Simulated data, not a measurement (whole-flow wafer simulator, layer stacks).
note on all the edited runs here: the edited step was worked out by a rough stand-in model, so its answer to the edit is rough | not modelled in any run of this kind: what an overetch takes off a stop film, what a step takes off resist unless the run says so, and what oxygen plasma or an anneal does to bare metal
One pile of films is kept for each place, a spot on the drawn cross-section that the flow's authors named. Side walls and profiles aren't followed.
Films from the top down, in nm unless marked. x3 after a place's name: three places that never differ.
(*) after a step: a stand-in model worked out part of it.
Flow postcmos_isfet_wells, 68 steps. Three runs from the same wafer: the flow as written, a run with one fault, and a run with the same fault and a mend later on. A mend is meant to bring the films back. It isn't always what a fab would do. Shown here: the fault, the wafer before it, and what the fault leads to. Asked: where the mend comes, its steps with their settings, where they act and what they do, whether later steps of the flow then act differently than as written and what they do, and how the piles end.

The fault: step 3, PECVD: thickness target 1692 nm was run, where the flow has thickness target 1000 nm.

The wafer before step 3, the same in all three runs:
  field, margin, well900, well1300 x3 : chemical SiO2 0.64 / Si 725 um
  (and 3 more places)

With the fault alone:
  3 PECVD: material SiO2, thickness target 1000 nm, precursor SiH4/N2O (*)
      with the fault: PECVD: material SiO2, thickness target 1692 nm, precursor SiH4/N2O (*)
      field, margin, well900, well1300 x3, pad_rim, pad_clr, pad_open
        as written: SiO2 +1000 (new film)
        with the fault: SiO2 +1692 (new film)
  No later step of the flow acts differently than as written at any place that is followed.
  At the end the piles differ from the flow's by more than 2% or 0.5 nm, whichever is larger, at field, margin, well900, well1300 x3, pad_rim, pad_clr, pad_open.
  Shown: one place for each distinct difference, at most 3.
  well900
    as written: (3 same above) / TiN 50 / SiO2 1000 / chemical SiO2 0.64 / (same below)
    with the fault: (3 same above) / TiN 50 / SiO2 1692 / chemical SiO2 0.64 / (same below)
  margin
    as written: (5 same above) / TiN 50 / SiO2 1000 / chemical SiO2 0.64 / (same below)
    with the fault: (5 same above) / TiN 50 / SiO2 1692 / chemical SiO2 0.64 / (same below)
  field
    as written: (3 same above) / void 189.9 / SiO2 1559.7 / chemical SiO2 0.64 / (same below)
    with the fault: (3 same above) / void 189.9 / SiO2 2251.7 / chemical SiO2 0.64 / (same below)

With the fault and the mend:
  The mend comes after step 3.
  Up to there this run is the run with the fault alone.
  3a ETCH: chemistry boe, depth target 1946 nm
      field, margin, well900, well1300 x3, pad_rim, pad_clr, pad_open
        SiO2 -1692 (all of it), chemical SiO2 -0.64 (all of it)
  3b PECVD: material SiO2, thickness target 1000 nm, precursor SiH4/N2O (the flow's step 3 once more)
      field, margin, well900, well1300 x3, pad_rim, pad_clr, pad_open
        SiO2 +1000 (new film)
  No later step of the flow acts differently than as written at any place that is followed.
  At the end the piles differ from the flow's by more than 2% or 0.5 nm, whichever is larger, at field, margin, well900, well1300 x3, pad_rim, pad_clr, pad_open.
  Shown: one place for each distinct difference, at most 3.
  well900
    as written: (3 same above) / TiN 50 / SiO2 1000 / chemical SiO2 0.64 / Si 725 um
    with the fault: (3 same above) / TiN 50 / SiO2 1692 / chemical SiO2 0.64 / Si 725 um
    with the mend: (3 same above) / TiN 50 / SiO2 1000 / Si 725 um
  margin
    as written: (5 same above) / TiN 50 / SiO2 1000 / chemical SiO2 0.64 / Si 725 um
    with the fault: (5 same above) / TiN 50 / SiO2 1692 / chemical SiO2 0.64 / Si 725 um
    with the mend: (5 same above) / TiN 50 / SiO2 1000 / Si 725 um
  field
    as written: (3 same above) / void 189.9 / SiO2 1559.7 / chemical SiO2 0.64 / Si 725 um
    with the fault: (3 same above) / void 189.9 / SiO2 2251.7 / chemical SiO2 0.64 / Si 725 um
    with the mend: (3 same above) / void 189.9 / SiO2 1559.7 / Si 725 um
